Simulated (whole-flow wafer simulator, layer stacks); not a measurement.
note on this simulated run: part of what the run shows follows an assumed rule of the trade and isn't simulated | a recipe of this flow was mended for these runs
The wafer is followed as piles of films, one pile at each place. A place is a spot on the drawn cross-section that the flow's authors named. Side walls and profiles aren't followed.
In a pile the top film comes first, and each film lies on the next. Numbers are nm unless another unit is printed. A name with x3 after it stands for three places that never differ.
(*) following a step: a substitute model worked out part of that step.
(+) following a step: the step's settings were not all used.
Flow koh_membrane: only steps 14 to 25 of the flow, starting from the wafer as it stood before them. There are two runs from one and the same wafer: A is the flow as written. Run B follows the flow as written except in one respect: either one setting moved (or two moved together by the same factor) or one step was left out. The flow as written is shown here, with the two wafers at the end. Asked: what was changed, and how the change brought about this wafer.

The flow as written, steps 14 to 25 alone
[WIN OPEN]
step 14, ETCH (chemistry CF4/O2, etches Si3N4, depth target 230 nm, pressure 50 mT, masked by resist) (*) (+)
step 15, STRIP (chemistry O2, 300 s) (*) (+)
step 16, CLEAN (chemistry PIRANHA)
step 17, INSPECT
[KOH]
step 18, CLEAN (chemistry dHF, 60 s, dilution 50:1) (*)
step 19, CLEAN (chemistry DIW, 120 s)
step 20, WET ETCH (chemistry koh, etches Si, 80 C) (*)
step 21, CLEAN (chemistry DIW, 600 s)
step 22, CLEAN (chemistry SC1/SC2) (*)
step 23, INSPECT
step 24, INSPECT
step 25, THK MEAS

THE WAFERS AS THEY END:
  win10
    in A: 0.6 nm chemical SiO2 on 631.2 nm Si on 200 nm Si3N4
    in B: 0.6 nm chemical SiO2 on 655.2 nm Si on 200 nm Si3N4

Cause: step 14, ETCH: depth target 206 nm was run, though the flow has depth target 230 nm.

Step by step, how the change led to this:
  step 14, ETCH (chemistry CF4/O2, etches Si3N4, depth target 230 nm, pressure 50 mT, masked by resist) (*) (+)
      win20 x4, win10: A -200 Si3N4 (all of it), -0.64 chemical SiO2 (all of it), -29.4 Si | B -200 Si3N4 (all of it), -0.64 chemical SiO2 (all of it), -5.36 Si
      field: A -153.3 i-line-resist | B -137.3 i-line-resist
